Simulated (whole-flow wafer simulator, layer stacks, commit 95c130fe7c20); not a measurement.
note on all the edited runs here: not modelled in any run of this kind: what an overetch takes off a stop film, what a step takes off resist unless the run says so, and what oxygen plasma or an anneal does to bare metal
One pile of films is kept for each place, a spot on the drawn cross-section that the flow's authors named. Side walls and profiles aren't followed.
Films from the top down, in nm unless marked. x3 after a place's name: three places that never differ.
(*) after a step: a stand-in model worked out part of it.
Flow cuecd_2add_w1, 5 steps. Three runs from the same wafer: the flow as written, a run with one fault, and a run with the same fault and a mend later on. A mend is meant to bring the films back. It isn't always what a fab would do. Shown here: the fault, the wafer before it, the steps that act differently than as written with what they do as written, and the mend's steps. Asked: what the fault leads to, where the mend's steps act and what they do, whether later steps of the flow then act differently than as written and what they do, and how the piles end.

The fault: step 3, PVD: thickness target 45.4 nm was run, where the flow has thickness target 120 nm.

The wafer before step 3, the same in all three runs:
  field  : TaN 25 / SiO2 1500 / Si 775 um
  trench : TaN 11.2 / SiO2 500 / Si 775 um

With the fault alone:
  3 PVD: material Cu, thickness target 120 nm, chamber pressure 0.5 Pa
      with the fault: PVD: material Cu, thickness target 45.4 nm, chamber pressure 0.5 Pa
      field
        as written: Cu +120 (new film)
        with the fault: Cu +45.4 (new film)
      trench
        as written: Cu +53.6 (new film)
        with the fault: Cu +20.8 (new film)
  Later steps of the flow that act differently than as written:
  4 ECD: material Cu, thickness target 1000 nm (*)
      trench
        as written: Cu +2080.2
        with the fault: Cu +2038.4
  At the end the piles differ from the flow's by more than 2% or 0.5 nm, whichever is larger, at field, trench.
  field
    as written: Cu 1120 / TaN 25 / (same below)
    with the fault: Cu 1045.4 / TaN 25 / (same below)
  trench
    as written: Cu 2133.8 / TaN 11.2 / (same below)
    with the fault: Cu 2059.2 / TaN 11.2 / (same below)

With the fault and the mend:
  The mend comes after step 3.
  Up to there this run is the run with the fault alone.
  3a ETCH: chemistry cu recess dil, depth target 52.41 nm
      field
        Cu -45.4 (all of it)
      trench
        Cu -20.8 (all of it)
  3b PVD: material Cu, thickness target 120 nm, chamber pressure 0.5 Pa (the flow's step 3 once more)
      field
        Cu +120 (new film)
      trench
        Cu +53.6 (new film)
  No later step of the flow acts differently than as written at any place that is followed.
  At the end the piles are the same as the flow's at every place that both follow.
